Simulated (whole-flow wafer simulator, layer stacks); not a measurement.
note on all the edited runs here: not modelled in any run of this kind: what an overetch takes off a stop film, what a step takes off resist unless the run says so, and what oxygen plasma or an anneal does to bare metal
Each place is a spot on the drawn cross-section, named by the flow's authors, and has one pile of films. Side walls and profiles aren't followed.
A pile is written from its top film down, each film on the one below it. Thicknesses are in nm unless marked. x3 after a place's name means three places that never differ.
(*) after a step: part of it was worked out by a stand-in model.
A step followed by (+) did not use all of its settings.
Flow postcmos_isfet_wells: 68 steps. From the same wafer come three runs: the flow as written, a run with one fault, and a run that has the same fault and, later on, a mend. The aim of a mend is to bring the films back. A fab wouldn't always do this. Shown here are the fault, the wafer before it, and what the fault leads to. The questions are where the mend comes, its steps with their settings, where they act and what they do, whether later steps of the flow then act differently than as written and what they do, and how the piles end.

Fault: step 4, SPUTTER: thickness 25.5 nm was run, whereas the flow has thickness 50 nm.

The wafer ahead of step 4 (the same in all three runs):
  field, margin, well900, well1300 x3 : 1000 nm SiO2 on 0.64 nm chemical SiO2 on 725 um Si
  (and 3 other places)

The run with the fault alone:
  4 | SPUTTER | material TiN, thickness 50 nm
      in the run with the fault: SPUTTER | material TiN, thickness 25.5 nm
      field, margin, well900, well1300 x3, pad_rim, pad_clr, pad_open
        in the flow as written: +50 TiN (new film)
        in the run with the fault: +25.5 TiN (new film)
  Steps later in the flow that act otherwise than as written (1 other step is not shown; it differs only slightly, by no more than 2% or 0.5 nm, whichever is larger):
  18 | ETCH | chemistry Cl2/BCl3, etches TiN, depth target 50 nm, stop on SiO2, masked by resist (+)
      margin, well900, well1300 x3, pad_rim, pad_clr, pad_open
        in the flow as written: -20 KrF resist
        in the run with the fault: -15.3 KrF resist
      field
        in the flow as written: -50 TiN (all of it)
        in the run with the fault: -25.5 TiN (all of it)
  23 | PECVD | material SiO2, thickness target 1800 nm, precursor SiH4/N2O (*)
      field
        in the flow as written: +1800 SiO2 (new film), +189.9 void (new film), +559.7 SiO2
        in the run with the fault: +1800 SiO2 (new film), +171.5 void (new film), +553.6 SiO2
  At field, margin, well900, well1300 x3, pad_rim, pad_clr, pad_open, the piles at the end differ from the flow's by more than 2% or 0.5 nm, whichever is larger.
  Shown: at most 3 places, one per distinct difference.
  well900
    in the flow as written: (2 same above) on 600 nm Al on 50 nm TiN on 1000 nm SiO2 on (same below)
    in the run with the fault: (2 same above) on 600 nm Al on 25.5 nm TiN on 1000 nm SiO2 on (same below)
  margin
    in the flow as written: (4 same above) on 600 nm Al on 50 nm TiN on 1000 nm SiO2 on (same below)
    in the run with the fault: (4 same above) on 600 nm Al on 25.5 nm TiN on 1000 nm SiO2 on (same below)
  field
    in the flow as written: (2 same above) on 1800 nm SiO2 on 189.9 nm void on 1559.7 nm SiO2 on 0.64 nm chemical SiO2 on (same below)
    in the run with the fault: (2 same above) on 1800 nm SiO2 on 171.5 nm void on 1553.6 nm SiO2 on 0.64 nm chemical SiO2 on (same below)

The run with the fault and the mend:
  After step 4 comes the mend.
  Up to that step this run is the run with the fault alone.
  4a | SPUTTER | material TiN, thickness 24.5 nm (the flow's step 4 again, with other settings)
      field, margin, well900, well1300 x3, pad_rim, pad_clr, pad_open
        +24.5 TiN
  Later steps of the flow that are run all act as written at every place that is followed.
  The piles end the same as the flow's at every place that both follow.
